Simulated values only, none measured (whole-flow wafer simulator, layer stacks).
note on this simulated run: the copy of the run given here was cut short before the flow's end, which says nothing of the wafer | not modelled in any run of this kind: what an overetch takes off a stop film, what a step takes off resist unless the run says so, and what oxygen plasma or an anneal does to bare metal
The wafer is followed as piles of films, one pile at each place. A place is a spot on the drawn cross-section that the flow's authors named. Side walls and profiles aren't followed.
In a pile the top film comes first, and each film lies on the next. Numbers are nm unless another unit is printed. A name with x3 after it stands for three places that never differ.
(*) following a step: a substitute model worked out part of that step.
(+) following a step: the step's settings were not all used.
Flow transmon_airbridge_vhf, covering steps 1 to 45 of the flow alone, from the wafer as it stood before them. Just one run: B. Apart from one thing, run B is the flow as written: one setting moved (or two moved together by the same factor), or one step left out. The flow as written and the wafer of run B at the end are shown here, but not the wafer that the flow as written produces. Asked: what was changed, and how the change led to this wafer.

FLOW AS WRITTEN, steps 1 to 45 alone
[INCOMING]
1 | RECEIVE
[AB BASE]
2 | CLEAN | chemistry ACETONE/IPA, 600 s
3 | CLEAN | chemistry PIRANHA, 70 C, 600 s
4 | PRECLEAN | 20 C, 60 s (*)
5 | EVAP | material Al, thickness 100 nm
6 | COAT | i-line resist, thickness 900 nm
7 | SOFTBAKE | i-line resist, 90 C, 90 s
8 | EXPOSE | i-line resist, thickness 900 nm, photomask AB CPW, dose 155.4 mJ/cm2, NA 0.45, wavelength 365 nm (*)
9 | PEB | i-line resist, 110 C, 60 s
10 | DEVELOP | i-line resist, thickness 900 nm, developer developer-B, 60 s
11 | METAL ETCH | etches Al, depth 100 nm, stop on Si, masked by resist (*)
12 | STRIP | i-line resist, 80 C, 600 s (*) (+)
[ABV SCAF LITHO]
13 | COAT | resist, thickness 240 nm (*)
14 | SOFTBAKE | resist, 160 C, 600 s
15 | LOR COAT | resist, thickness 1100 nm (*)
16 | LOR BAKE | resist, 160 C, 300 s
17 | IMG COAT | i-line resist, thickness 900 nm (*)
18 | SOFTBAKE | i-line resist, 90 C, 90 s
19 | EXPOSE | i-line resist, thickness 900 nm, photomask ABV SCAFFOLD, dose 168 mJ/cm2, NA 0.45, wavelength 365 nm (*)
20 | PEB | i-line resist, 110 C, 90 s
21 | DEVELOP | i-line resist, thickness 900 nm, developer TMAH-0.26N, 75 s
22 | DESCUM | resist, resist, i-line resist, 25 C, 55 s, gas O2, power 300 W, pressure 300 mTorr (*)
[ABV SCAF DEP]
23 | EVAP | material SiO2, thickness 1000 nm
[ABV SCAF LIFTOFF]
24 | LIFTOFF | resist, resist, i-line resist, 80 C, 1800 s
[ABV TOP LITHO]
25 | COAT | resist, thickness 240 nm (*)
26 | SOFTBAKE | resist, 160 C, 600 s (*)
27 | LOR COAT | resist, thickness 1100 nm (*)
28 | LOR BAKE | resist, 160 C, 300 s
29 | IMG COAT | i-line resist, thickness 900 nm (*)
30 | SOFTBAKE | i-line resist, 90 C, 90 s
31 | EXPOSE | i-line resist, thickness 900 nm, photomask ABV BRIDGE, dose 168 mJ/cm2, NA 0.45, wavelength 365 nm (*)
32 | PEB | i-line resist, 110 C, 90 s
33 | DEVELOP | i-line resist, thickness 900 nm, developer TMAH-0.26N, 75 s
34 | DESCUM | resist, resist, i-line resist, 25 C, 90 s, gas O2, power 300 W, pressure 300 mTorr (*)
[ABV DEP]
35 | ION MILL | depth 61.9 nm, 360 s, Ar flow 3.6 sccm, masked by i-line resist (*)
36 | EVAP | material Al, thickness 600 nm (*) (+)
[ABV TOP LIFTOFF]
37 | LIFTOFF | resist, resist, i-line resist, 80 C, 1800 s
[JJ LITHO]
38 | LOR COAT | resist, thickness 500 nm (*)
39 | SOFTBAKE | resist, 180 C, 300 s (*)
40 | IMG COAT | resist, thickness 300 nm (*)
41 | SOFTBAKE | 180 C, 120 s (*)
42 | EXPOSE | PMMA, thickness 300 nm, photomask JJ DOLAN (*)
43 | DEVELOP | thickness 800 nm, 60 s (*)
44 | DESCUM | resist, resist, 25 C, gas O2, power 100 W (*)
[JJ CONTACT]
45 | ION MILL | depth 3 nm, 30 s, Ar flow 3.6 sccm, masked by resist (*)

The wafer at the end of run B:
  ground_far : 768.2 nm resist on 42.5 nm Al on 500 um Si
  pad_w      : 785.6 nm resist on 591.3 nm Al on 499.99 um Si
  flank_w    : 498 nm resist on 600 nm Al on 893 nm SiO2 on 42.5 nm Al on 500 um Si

Cause: step 5, EVAP: thickness 42.5 nm was run, whereas the flow has thickness 100 nm.
The wafer lets one read it off: ground_far has Al 42.5, and step 5 as written asks for 100 nm.

How this came from the change, step by step:
  5 | EVAP | material Al, thickness 100 nm
      field x3, jj_line, ground_far and 12 more: +42.5 Al (new film) (in the flow as written it would be: +100 Al (new film))
  11 | METAL ETCH | etches Al, depth 100 nm, stop on Si, masked by resist (*)
      ground_far, pad_w, flank_w and 8 more: -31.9 i-line resist (in the flow as written it would be: -50 i-line resist)
      field x3, jj_line, gap_w, gap_e: -42.5 Al (all of it) (in the flow as written it would be: -100 Al (all of it))
  12 | STRIP | i-line resist, 80 C, 600 s (*) (+)
      ground_far, pad_w, flank_w and 8 more: -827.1 i-line resist (all of it) (in the flow as written it would be: -808.9 i-line resist (all of it))
  13 | COAT | resist, thickness 240 nm (*)
      flank_w, flank_e: +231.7 resist (new film) (in the flow as written it would be: +222.3 resist (new film))
      gap_w, gap_e: +245.4 resist (new film) (in the flow as written it would be: +251.7 resist (new film))
  22 | DESCUM | resist, resist, i-line resist, 25 C, 55 s, gas O2, power 300 W, pressure 300 mTorr (*)
      flank_w, flank_e: -231.7 resist (all of it) (in the flow as written it would be: -222.3 resist (all of it))
      gap_w, gap_e: -245.4 resist (all of it) (in the flow as written it would be: -251.7 resist (all of it))
  25 | COAT | resist, thickness 240 nm (*)
      flank_w, flank_e: +159.8 resist (new film) (in the flow as written it would be: +152.6 resist (new film))
      gap_w, gap_e: +204.5 resist (new film) (in the flow as written it would be: +210.7 resist (new film))
  29 | IMG COAT | i-line resist, thickness 900 nm (*)
      gap_w, gap_e: +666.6 i-line resist (new film) (in the flow as written it would be: +681.7 i-line resist (new film))
  32 | PEB | i-line resist, 110 C, 90 s
      gap_w, gap_e: -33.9 i-line resist (in the flow as written it would be: -34.7 i-line resist)
  33 | DEVELOP | i-line resist, thickness 900 nm, developer TMAH-0.26N, 75 s
      gap_w, gap_e: -632.7 i-line resist (all of it), -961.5 resist (in the flow as written it would be: -646.9 i-line resist (all of it), -977.8 resist)
  34 | DESCUM | resist, resist, i-line resist, 25 C, 90 s, gas O2, power 300 W, pressure 300 mTorr (*)
      flank_w, flank_e: -159.8 resist (all of it) (in the flow as written it would be: -152.6 resist (all of it))
      gap_w, gap_e: -204.5 resist (all of it) (in the flow as written it would be: -210.7 resist (all of it))
  35 | ION MILL | depth 61.9 nm, 360 s, Ar flow 3.6 sccm, masked by i-line resist (*)
      pad_w, pad_e: -42.5 Al (all of it), -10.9 Si (in the flow as written it would be: -61.9 Al)
  36 | EVAP | material Al, thickness 600 nm (*) (+)
      pad_w, pad_e: +591.3 Al (new film) (in the flow as written it would be: +591.2 Al)
  38 | LOR COAT | resist, thickness 500 nm (*)
      gap_w, gap_e: +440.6 resist (new film) (in the flow as written it would be: +450.7 resist (new film))
  40 | IMG COAT | resist, thickness 300 nm (*)
      flank_w, flank_e: +220.3 resist (in the flow as written it would be: +212.1 resist)
      gap_w, gap_e: +240.4 resist (in the flow as written it would be: +245.7 resist)
